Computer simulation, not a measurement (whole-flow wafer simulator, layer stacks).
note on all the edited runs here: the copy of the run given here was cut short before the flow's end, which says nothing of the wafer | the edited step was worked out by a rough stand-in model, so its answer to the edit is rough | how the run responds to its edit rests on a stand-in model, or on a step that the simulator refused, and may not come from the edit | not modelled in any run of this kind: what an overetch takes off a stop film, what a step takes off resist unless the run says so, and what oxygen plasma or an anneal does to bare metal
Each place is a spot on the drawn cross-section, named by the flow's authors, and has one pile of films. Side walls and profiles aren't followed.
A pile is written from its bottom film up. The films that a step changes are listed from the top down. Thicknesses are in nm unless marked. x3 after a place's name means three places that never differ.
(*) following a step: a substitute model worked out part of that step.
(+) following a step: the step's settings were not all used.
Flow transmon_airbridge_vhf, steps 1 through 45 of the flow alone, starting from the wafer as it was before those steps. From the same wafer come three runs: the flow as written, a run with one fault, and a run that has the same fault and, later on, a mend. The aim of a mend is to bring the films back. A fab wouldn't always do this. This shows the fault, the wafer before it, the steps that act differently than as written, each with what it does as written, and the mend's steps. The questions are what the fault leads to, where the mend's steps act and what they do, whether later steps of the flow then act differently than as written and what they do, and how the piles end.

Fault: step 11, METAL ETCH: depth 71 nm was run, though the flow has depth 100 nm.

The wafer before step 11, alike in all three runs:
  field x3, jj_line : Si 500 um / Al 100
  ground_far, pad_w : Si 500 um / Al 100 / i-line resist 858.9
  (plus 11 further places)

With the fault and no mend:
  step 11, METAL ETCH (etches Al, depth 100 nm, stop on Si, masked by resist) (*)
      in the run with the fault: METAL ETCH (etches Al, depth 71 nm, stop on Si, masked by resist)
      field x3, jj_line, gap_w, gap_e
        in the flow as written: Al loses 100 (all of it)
        in the run with the fault: Al loses 71
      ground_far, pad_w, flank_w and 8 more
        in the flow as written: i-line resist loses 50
        in the run with the fault: i-line resist loses 35.5
  Steps further on in the flow that do not act as written (not shown: 18 more steps that differ only slightly, by at most 2% or 0.5 nm, whichever is larger):
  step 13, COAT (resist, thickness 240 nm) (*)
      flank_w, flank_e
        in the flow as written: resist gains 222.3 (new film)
        in the run with the fault: resist gains 227 (new film)
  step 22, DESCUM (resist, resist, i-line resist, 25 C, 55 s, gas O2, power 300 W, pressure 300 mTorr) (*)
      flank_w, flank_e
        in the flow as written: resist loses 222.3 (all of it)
        in the run with the fault: resist loses 227 (all of it)
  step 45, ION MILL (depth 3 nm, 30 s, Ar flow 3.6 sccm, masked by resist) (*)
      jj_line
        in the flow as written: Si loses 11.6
        in the run with the fault: Al loses 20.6
  At field x3, jj_line, gap_w, gap_e, the piles at the end differ from the flow's by more than 2% or 0.5 nm, whichever is larger.
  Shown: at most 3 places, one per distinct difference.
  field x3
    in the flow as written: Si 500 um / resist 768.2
    in the run with the fault: Si 500 um / Al 29 / resist 768.2
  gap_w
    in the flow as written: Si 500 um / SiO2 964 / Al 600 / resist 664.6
    in the run with the fault: Si 500 um / Al 29 / SiO2 964 / Al 600 / resist 657
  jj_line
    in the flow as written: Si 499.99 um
    in the run with the fault: Si 500 um / Al 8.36

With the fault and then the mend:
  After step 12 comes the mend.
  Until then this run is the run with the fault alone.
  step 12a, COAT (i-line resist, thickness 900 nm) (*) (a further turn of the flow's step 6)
      field x3, jj_line, trace_open_s x2, margin_s, bridge_strip, margin_n
        i-line resist gains 900 (new film)
      pad_w, pad_e
        i-line resist gains 891.3 (new film)
      flank_w, flank_e
        i-line resist gains 883.3 (new film)
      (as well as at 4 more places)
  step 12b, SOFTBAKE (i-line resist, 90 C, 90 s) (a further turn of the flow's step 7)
      flank_w, flank_e
        i-line resist loses 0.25
      gap_w, gap_e
        i-line resist gains 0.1
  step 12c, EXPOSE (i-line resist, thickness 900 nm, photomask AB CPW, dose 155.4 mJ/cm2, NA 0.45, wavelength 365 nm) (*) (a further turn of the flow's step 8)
      alters no film at any place that is followed
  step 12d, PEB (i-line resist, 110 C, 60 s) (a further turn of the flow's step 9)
      field x3, jj_line, trace_open_s x2, margin_s, bridge_strip, margin_n
        i-line resist loses 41
      pad_w, pad_e
        i-line resist loses 40.6
      flank_w, flank_e
        i-line resist loses 40.3
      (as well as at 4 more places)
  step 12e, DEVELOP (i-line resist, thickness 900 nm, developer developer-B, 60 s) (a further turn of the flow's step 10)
      ground_far, cpw_trace, trace_open_s x2, margin_s, bridge_strip, margin_n
        i-line resist loses 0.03
      field x3, jj_line
        i-line resist loses 859 (all of it)
      gap_w, gap_e
        i-line resist loses 896 (all of it)
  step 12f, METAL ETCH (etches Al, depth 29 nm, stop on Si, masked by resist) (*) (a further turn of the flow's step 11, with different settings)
      ground_far, pad_w, flank_w and 8 more
        i-line resist loses 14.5
      field x3, jj_line, gap_w, gap_e
        Al loses 29 (all of it)
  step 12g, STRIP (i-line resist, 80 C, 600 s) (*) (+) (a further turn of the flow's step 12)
      trace_open_s x2, margin_s, bridge_strip, margin_n
        i-line resist loses 844.4 (all of it)
      pad_w, pad_e
        i-line resist loses 836.1 (all of it)
      flank_w, flank_e
        i-line resist loses 828.3 (all of it)
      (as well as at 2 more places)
  None of the later steps of the flow acts differently than as written at any place that is followed.
  The piles end the same as the flow's at every place that both follow.
